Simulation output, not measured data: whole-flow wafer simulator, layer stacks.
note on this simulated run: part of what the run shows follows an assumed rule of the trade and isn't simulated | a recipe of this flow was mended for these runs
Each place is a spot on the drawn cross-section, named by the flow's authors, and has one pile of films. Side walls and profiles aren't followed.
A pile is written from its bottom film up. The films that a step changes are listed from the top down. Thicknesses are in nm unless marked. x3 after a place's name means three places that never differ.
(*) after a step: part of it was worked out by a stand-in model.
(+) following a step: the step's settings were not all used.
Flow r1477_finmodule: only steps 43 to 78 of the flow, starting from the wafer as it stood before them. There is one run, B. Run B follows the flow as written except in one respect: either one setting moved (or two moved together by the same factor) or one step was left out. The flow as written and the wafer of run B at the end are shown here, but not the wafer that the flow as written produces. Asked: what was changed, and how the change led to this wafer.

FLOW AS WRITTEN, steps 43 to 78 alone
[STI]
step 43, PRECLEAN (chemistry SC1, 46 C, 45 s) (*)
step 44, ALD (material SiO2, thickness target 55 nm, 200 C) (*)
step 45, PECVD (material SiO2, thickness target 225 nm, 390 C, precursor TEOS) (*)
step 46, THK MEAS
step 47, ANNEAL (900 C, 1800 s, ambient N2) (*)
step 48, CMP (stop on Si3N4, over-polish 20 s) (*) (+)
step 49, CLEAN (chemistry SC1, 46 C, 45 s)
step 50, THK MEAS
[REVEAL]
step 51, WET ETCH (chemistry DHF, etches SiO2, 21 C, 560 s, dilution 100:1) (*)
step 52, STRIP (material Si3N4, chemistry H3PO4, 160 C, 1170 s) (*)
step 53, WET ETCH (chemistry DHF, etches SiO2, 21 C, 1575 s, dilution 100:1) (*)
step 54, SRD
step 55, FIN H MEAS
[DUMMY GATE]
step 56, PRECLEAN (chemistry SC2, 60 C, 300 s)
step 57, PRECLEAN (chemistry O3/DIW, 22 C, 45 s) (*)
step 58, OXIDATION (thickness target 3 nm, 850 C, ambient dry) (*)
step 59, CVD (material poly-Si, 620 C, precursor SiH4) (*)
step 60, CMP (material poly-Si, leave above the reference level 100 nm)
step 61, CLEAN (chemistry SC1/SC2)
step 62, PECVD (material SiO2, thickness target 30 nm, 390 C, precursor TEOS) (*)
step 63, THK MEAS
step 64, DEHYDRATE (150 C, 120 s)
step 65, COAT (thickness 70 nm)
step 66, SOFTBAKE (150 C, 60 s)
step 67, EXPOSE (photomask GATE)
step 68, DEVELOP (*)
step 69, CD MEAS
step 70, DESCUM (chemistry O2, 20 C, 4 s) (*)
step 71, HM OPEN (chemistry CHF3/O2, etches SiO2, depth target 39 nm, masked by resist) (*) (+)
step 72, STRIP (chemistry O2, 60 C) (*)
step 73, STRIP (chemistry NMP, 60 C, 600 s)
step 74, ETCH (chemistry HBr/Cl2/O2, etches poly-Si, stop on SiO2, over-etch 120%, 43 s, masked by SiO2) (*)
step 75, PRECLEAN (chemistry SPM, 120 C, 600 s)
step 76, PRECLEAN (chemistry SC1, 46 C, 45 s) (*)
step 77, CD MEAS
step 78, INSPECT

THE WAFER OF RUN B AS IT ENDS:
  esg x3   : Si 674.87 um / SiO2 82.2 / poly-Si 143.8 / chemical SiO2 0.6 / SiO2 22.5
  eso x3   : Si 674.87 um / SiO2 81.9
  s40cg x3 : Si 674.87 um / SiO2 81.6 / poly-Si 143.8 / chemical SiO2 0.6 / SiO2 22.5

What caused this: step 53, WET ETCH: 20.3 C was run, whereas the flow has 21 C.

Step by step, how the change led to this:
  step 53, WET ETCH (chemistry DHF, etches SiO2, 21 C, 1575 s, dilution 100:1) (*)
      esg x3, e200sg, s40cg x3, s40sg x3, eso x3, e200so, s40co x3, s40so x3: SiO2 loses 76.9 (in the flow as written it would be: SiO2 loses 79.1)
      pad, padg: SiO2 loses 83.3 (in the flow as written it would be: SiO2 loses 85.7)
  step 60, CMP (material poly-Si, leave above the reference level 100 nm)
      pad, padg: poly-Si loses 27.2 (in the flow as written it would be: poly-Si loses 24.8)
